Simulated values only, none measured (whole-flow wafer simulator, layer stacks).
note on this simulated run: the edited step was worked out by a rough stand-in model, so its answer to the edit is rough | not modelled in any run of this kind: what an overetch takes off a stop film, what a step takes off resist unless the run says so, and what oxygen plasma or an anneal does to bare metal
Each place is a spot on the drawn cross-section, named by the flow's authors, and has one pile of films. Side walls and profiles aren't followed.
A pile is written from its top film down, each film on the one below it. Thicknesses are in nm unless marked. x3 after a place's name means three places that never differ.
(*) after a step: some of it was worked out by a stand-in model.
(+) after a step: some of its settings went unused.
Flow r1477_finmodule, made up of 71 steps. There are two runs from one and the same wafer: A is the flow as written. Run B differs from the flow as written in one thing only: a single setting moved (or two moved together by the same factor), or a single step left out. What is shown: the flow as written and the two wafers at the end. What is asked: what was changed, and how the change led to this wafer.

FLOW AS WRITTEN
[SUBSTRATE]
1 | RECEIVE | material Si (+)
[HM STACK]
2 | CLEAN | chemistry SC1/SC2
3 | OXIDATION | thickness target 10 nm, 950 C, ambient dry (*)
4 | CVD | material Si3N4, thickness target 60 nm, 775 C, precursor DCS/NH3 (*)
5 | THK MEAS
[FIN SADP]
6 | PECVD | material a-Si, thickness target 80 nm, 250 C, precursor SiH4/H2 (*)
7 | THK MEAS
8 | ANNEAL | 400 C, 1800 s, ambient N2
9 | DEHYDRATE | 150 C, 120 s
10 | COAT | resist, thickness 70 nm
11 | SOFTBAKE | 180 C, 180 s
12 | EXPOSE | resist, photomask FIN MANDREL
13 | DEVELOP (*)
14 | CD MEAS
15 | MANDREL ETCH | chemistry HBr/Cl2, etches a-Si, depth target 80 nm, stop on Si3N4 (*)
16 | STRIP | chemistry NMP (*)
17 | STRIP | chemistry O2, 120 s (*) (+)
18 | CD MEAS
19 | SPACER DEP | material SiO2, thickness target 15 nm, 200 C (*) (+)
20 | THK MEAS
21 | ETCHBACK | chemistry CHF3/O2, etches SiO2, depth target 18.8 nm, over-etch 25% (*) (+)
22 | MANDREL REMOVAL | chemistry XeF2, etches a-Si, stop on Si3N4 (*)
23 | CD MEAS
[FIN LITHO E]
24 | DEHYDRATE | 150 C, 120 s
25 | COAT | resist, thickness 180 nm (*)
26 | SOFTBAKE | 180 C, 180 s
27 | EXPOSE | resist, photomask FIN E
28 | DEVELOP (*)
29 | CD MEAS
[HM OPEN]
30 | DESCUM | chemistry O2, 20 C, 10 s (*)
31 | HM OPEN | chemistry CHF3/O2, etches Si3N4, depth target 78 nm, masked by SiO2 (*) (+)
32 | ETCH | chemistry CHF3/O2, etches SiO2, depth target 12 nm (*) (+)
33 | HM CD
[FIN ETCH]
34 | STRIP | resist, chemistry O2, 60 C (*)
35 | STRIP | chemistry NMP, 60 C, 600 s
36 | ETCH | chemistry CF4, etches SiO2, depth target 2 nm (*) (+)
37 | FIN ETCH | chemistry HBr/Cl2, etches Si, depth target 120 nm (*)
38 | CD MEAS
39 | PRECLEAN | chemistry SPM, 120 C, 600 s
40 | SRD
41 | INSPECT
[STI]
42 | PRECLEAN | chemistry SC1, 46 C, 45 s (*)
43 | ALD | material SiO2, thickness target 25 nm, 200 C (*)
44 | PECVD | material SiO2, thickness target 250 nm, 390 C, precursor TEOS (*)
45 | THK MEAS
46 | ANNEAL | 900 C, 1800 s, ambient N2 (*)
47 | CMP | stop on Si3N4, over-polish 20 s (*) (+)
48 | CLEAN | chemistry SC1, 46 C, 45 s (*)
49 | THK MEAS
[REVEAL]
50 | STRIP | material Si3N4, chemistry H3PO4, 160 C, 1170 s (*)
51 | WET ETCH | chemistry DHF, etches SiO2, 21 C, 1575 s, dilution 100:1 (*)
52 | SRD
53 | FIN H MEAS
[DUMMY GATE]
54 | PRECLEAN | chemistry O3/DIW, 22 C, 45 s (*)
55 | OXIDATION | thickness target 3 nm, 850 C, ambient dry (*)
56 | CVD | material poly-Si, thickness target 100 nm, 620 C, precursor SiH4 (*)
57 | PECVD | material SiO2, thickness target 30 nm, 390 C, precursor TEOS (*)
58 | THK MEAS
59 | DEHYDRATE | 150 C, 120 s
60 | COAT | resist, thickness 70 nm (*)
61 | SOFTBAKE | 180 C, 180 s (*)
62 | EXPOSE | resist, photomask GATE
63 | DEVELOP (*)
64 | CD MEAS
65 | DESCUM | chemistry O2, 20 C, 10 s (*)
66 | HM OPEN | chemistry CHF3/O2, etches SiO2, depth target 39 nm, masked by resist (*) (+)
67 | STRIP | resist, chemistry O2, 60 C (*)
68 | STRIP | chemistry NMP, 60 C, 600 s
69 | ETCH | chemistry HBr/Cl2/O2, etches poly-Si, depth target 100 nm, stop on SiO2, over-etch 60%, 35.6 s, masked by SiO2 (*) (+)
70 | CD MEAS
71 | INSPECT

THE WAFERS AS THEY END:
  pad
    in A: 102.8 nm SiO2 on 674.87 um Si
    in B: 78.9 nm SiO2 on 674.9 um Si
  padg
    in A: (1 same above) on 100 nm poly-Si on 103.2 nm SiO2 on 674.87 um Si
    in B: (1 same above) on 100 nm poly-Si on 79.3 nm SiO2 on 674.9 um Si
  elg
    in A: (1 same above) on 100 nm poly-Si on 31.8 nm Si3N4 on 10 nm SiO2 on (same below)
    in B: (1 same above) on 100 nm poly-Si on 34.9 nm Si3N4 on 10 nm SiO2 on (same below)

Cause: step 37, FIN ETCH: depth target 96 nm was run, though the flow has depth target 120 nm.

The path from the change to this, step by step:
  37 | FIN ETCH | chemistry HBr/Cl2, etches Si, depth target 120 nm (*)
      pad, padg, esg and 19 more: A Si loses 120 | B Si loses 96
      elg, e40lg, e100lg, e200lg, elo, e40lo, e100lo, e200lo: A Si3N4 loses 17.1 | B Si3N4 loses 13.7
      (and at 6 other places as well)
  43 | ALD | material SiO2, thickness target 25 nm, 200 C (*)
      s40cg, s45cg, s50cg, s40co, s45co, s50co: A SiO2 gains 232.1 (new film) | B SiO2 gains 209.9 (new film)
      esg: A SiO2 gains 194.3 (new film) | B SiO2 gains 173.7 (new film)
  47 | CMP | stop on Si3N4, over-polish 20 s (*) (+)
      pad, padg, e40sg and 11 more: A SiO2 loses 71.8 | B SiO2 loses 95.8
      eso: A SiO2 loses 72.4 | B SiO2 loses 96.4
  51 | WET ETCH | chemistry DHF, etches SiO2, 21 C, 1575 s, dilution 100:1 (*)
      elg, e40lg, e100lg, e200lg, elo, e40lo, e100lo, e200lo: A SiO2 loses 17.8 (all of it), Si3N4 loses 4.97 | B SiO2 loses 14.4 (all of it), Si3N4 loses 5.25
  60 | COAT | resist, thickness 70 nm (*)
      e40sg, eso, e40so: A resist gains 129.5 (new film) | B resist gains 132.4 (new film)
      e100sg, e100so: A resist gains 129.4 (new film) | B resist gains 132.4 (new film)
      (and at 2 other places as well)
  63 | DEVELOP (*)
      eso, e40so: A resist loses 129.5 (all of it) | B resist loses 132.4 (all of it)
      e100so: A resist loses 129.4 (all of it) | B resist loses 132.4 (all of it)
      (and at 1 other place as well)
  67 | STRIP | resist, chemistry O2, 60 C (*)
      e40sg: A resist loses 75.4 (all of it) | B resist loses 78.3 (all of it)
      e100sg: A resist loses 75.3 (all of it) | B resist loses 78.3 (all of it)
      (and at 1 other place as well)
